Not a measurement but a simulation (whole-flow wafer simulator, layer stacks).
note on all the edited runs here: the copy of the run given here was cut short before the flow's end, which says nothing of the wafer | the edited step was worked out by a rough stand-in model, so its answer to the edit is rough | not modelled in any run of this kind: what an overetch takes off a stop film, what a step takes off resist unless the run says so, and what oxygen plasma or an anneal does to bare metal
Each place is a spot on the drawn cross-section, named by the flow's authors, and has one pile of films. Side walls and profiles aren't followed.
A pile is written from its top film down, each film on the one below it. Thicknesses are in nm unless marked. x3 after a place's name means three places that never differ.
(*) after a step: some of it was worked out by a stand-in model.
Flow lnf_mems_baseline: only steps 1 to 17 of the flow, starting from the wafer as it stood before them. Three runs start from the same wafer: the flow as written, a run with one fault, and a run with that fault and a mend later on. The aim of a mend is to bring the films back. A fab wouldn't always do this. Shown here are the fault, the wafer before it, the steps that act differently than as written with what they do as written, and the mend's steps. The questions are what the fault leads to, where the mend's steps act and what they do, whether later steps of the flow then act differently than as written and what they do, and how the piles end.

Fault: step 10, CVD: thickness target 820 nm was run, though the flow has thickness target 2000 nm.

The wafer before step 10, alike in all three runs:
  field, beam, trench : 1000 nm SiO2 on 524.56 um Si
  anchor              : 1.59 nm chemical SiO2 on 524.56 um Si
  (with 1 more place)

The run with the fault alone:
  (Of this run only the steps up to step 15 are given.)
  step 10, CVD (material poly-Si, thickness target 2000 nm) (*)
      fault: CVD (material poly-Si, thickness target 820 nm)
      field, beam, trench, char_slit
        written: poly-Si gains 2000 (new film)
        fault: poly-Si gains 820 (new film)
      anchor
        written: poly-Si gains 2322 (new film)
        fault: poly-Si gains 820 (new film)
  Later steps of the flow acting differently than as written (1 more step, not shown, differs only slightly: by at most 2% or 0.5 nm, whichever is larger):
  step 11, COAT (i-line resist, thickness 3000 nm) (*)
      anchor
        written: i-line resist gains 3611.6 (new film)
        fault: i-line resist gains 3876.7 (new film)
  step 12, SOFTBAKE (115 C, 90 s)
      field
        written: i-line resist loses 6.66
        fault: i-line resist loses 12.6
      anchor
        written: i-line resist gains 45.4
        fault: i-line resist gains 84.2
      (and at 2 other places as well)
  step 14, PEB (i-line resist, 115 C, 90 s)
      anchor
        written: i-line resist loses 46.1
        fault: i-line resist loses 51.6
  After step 15, at field, anchor, beam, trench, char_slit, the piles differ from the flow's by more than 2% or 0.5 nm, whichever is larger.
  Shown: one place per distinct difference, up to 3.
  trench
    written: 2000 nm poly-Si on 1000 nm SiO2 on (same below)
    fault: 820 nm poly-Si on 1000 nm SiO2 on (same below)
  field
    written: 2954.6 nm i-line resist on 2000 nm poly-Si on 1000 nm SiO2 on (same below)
    fault: 2945.2 nm i-line resist on 820 nm poly-Si on 1000 nm SiO2 on (same below)
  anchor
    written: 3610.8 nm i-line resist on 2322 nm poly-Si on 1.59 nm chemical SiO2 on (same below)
    fault: 3909.2 nm i-line resist on 820 nm poly-Si on 1.59 nm chemical SiO2 on (same below)

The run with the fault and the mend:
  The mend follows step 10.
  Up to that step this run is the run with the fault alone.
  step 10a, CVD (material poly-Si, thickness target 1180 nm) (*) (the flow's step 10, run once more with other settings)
      field, beam, trench, char_slit
        poly-Si gains 1180
      anchor
        poly-Si gains 1500.9
  Later steps of the flow that are run all act as written at every place that is followed, up to a difference of at most 2% or 0.5 nm, whichever is larger.
  When the end is reached, the piles differ only a little from the flow's at the places that both follow, at most by 2% or 0.5 nm, whichever is larger.
